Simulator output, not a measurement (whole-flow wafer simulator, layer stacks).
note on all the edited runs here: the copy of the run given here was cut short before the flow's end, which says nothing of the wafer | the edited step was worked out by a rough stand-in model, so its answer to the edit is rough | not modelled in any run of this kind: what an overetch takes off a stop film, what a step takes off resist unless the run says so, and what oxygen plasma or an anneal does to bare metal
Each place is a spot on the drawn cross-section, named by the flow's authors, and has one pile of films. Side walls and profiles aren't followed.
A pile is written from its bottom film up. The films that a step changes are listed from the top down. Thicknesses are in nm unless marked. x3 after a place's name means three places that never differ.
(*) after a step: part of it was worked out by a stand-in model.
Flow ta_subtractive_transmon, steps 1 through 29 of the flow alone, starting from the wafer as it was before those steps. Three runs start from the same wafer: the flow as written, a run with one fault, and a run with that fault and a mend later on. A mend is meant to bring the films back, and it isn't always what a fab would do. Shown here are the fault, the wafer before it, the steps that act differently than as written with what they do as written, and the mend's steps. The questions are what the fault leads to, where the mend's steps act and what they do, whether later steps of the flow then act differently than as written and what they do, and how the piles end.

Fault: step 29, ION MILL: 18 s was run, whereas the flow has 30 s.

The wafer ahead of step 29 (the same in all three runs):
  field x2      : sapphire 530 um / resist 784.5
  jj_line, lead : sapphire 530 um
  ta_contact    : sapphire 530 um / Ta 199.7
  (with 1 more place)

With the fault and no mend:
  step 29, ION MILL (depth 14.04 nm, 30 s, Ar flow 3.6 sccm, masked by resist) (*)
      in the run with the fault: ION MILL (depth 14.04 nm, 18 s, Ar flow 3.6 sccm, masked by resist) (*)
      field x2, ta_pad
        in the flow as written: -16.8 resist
        in the run with the fault: -10.1 resist
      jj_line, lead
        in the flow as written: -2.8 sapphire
        in the run with the fault: -1.68 sapphire
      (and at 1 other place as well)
  None of the later steps of the flow acts differently than as written at any place that is followed.
  When the end is reached, the piles differ only a little from the flow's at the places that both follow, at most by 2% or 0.5 nm, whichever is larger.

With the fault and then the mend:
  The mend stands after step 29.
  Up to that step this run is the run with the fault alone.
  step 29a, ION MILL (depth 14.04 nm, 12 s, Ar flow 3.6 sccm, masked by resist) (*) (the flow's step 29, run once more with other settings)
      field x2, ta_pad
        -6.71 resist
      jj_line, lead
        -1.12 sapphire
      ta_contact
        -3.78 Ta
  None of the later steps of the flow acts differently than as written at any place that is followed.
  At every place that both follow, the piles at the end match the flow's.
